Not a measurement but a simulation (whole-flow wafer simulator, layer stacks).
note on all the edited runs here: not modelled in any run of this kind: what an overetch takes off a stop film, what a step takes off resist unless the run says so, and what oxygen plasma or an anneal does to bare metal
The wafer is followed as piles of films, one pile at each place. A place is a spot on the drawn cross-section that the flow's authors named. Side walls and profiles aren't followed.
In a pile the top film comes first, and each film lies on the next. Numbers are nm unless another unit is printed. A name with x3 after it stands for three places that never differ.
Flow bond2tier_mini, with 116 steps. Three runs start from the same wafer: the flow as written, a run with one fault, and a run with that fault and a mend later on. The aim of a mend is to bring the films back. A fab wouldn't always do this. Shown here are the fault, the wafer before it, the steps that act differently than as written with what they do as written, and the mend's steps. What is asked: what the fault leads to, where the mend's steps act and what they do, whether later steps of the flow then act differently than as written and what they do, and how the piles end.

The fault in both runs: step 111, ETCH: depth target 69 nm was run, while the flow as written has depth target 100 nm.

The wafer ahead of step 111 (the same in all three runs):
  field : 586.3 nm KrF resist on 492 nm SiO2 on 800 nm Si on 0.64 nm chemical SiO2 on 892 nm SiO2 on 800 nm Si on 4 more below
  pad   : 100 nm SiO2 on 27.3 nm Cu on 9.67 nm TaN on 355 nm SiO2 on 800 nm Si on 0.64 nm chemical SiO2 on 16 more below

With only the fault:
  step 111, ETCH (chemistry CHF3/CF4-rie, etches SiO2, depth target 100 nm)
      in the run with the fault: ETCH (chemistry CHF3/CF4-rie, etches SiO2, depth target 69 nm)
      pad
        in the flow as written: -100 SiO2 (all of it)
        in the run with the fault: -69 SiO2
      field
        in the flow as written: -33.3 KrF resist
        in the run with the fault: -23 KrF resist
  Steps further on in the flow that do not act as written (2 other steps are not shown; they differ only slightly, by no more than 2% or 0.5 nm, whichever is larger):
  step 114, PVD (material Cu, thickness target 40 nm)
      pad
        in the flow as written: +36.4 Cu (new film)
        in the run with the fault: +37.5 Cu (new film)
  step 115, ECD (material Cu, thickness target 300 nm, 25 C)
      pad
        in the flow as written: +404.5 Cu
        in the run with the fault: +372.1 Cu
  By the end, the piles at pad depart from the flow's by more than 2% or 0.5 nm, whichever is larger.
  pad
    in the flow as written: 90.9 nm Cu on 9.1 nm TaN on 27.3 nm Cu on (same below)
    in the run with the fault: 59.6 nm Cu on 9.38 nm TaN on 31 nm SiO2 on 27.3 nm Cu on (same below)

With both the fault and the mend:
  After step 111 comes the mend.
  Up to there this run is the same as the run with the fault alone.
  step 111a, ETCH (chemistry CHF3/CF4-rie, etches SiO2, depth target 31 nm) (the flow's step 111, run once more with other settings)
      field
        -10.3 KrF resist
      pad
        -31 SiO2 (all of it)
  Every later step of the flow that is run acts as written at every place that is followed.
  The piles end the same as the flow's at every place that both follow.
